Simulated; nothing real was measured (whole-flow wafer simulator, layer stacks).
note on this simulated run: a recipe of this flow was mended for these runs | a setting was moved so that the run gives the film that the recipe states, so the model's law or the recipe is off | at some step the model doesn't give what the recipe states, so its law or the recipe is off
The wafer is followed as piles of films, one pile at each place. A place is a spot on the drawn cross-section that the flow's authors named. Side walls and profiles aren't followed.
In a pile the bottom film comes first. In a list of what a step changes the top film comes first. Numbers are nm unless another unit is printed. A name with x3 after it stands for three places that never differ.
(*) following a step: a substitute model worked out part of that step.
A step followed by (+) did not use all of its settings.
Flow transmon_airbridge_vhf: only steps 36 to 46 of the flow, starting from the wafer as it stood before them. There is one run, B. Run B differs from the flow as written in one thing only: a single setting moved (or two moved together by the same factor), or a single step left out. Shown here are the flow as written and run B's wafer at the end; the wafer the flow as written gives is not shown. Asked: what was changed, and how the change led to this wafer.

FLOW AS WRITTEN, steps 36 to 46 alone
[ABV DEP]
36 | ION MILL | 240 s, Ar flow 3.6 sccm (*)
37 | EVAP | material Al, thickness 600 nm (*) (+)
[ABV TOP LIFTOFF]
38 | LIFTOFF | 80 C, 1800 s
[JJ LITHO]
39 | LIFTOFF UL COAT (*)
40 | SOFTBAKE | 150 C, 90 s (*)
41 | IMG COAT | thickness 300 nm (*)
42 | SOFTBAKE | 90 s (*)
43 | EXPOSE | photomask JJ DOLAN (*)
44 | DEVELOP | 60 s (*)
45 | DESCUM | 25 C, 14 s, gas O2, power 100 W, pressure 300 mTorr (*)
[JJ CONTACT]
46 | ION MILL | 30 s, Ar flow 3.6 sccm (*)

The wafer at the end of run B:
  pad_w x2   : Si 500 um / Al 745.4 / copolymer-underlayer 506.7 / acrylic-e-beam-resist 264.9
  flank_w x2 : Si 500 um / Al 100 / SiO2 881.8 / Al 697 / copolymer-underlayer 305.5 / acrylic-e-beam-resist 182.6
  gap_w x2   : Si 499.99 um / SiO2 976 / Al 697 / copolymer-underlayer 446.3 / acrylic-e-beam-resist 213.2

The reason: step 37, EVAP: thickness 697 nm was run, while the flow as written has thickness 600 nm.
The wafer lets one read it off: flank_w x2 has Al 697, and step 37 as written asks for 600 nm.

How this came from the change, step by step:
  37 | EVAP | material Al, thickness 600 nm (*) (+)
      field x3, jj_line, ground_far and 10 more: +697 Al (new film) (in the flow as written it would be: +600 Al (new film))
      pad_w x2: +686.7 Al (in the flow as written it would be: +591.1 Al)
  38 | LIFTOFF | 80 C, 1800 s
      field x3, jj_line, trace_open_s x2: -697 Al (all of it), -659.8 i-line-resist (all of it), -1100 lift-off-underlayer (all of it), -240 acrylic-e-beam-resist (all of it) (in the flow as written it would be: -600 Al (all of it), -659.8 i-line-resist (all of it), -1100 lift-off-underlayer (all of it), -240 acrylic-e-beam-resist (all of it))
      margin_s, margin_n: -697 Al (all of it), -378.2 i-line-resist (all of it), -823.4 lift-off-underlayer (all of it), -168.6 acrylic-e-beam-resist (all of it) (in the flow as written it would be: -600 Al (all of it), -378.2 i-line-resist (all of it), -823.4 lift-off-underlayer (all of it), -168.6 acrylic-e-beam-resist (all of it))
      (as well as at 1 more place)
  39 | LIFTOFF UL COAT (*)
      bridge_strip: +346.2 copolymer-underlayer (new film) (in the flow as written it would be: +355.1 copolymer-underlayer (new film))
  41 | IMG COAT | thickness 300 nm (*)
      bridge_strip: +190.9 acrylic-e-beam-resist (new film) (in the flow as written it would be: +196.8 acrylic-e-beam-resist (new film))
